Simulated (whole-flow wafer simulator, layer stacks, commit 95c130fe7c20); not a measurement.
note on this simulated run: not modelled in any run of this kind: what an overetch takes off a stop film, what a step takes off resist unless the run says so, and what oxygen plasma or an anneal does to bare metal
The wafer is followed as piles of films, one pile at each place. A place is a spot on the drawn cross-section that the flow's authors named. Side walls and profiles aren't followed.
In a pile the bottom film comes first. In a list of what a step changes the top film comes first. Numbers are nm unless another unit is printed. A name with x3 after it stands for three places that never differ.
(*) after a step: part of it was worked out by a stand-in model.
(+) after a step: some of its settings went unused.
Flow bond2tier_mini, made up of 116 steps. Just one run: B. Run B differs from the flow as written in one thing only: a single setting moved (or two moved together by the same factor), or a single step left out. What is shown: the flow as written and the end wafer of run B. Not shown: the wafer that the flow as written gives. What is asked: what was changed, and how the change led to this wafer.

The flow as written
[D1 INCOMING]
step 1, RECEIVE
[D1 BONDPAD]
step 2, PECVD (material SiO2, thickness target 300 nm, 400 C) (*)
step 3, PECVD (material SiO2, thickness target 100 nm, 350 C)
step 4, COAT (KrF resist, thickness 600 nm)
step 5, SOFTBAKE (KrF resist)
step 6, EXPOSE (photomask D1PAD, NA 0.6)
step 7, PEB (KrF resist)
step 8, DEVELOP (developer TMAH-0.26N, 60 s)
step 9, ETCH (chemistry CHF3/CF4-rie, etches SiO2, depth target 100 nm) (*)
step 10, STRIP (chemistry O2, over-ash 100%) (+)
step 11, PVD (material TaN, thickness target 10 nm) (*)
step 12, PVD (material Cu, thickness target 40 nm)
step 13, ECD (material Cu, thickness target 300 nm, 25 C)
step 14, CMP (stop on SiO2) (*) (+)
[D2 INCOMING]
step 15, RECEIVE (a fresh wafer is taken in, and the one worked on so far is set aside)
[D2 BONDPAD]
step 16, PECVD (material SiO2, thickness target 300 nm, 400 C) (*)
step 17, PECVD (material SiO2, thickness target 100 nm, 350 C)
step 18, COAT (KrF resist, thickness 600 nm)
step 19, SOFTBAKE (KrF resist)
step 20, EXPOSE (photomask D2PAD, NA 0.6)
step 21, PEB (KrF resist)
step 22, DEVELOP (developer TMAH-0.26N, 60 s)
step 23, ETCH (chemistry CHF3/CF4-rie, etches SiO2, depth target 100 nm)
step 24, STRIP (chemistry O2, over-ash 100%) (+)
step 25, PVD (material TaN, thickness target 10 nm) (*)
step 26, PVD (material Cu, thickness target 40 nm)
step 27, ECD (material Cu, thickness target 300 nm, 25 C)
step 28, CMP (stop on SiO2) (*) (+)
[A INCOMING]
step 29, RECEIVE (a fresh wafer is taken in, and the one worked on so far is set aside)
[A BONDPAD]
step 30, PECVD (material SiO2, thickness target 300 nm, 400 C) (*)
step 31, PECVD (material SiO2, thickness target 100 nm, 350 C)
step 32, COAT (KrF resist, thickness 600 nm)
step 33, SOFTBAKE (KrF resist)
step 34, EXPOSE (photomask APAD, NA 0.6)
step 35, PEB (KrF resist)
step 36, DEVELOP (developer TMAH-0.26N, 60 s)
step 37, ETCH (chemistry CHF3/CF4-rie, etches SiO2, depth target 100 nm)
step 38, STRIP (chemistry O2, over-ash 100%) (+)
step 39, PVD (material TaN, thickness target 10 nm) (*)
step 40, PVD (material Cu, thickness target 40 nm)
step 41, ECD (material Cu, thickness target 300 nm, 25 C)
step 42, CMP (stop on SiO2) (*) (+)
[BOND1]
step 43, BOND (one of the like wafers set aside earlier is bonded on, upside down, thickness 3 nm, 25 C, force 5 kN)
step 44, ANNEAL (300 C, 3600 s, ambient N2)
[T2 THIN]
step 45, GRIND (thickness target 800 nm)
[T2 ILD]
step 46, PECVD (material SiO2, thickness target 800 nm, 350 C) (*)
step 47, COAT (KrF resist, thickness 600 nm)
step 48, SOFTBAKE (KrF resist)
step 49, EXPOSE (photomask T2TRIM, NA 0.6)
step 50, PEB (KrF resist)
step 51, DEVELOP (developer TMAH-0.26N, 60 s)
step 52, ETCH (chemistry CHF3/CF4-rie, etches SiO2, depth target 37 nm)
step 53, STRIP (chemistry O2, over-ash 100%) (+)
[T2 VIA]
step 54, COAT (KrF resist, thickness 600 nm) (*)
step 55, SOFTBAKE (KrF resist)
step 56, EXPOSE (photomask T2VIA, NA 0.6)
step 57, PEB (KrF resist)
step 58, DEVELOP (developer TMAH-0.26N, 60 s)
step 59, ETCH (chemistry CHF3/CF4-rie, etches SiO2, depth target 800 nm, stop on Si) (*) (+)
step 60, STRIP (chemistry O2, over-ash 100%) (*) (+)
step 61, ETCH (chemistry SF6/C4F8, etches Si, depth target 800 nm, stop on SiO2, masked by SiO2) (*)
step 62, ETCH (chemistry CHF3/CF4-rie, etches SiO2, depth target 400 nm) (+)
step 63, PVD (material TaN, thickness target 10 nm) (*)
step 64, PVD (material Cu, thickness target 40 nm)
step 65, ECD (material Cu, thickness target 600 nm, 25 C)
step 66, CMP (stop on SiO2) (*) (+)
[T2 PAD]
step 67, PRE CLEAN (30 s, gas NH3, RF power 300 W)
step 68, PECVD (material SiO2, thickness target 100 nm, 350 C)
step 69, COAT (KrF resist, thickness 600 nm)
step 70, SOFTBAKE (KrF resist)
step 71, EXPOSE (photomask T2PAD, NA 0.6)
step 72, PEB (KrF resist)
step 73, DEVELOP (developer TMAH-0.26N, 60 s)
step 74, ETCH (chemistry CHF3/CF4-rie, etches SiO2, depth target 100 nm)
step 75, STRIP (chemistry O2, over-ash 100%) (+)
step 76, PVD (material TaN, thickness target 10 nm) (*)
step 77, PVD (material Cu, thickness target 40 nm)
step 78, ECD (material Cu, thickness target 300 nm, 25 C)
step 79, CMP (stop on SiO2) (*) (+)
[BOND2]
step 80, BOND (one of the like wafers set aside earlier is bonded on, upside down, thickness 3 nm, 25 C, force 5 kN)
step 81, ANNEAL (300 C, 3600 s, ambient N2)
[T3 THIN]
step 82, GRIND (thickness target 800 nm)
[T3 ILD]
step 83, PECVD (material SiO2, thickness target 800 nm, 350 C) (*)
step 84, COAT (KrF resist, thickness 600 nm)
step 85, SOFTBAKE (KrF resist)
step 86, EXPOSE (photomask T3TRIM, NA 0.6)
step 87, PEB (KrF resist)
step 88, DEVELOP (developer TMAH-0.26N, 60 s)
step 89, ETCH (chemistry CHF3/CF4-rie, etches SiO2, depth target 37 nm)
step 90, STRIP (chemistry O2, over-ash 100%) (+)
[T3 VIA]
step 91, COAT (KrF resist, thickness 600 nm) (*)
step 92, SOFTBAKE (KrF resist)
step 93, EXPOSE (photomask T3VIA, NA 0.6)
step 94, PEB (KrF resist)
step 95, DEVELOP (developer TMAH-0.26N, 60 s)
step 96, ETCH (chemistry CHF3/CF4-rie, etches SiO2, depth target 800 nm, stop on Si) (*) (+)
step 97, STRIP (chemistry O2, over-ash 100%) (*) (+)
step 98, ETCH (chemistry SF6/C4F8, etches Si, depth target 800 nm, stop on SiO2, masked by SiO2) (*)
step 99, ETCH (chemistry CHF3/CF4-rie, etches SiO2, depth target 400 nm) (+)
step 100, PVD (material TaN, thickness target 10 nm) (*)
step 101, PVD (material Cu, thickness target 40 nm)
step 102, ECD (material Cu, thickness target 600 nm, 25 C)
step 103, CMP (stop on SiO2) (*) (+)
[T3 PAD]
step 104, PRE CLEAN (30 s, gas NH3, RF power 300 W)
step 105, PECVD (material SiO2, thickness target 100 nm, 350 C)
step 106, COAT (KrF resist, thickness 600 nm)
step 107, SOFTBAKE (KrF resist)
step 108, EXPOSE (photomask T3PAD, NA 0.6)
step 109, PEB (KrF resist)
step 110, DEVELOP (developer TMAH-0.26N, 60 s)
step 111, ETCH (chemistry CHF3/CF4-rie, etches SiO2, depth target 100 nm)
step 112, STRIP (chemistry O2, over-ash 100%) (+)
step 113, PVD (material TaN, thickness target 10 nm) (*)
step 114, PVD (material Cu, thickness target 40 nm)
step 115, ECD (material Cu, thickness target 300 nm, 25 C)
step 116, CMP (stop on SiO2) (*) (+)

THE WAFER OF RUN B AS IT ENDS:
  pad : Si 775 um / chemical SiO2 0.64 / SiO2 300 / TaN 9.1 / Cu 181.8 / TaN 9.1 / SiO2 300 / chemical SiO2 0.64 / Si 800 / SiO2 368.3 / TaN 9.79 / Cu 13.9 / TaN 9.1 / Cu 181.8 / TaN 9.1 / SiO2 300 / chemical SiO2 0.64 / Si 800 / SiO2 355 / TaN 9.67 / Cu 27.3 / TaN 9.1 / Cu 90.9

Cause: step 52, ETCH: depth target 23.7 nm was run, whereas the flow has depth target 37 nm.

How this came from the change, step by step:
  step 52, ETCH (chemistry CHF3/CF4-rie, etches SiO2, depth target 37 nm)
      pad, via: SiO2 loses 23.7 (as written it would have been: SiO2 loses 37)
      field: KrF resist loses 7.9 (as written it would have been: KrF resist loses 12.3)
  step 65, ECD (material Cu, thickness target 600 nm, 25 C)
      pad: Cu gains 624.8 (as written it would have been: Cu gains 638.7)
